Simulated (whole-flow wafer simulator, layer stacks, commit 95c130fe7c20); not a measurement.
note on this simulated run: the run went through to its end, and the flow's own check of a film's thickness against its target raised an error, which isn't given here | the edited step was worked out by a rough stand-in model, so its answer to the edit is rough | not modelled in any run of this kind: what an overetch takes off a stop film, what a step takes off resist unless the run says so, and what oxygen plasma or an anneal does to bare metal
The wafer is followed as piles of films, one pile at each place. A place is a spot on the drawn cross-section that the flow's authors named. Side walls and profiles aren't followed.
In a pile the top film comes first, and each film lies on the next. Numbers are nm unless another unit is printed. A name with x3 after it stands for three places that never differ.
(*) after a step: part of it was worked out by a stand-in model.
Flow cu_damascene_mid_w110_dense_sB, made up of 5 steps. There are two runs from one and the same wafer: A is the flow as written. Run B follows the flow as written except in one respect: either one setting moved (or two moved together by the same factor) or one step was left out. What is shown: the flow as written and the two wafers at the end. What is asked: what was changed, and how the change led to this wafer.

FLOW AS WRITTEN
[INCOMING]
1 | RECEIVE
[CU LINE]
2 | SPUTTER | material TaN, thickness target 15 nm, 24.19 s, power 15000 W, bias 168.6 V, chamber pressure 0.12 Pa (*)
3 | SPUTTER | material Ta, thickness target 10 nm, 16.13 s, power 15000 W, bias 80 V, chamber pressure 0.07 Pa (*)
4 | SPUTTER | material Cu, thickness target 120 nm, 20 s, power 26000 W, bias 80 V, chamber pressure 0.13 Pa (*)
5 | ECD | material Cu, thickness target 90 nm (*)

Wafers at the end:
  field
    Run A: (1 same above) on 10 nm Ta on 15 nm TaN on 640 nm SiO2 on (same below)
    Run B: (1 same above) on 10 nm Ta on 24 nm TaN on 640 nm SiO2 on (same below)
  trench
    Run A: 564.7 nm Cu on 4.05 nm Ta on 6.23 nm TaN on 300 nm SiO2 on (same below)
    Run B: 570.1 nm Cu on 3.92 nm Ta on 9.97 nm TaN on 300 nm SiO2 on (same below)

What caused this: step 2, SPUTTER: thickness target 24 nm was run, though the flow has thickness target 15 nm; step 2, SPUTTER: 38.7 s was run, where the flow has 24.19 s.
The wafer lets one read it off: field has TaN 24, and step 2 as written asks for 15 nm.

The path from the change to this, step by step:
  2 | SPUTTER | material TaN, thickness target 15 nm, 24.19 s, power 15000 W, bias 168.6 V, chamber pressure 0.12 Pa (*)
      field: A +15 TaN (new film) | B +24 TaN (new film)
      trench: A +6.23 TaN (new film) | B +9.97 TaN (new film)
  4 | SPUTTER | material Cu, thickness target 120 nm, 20 s, power 26000 W, bias 80 V, chamber pressure 0.13 Pa (*)
      trench: A +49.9 Cu (new film) | B +48.7 Cu (new film)
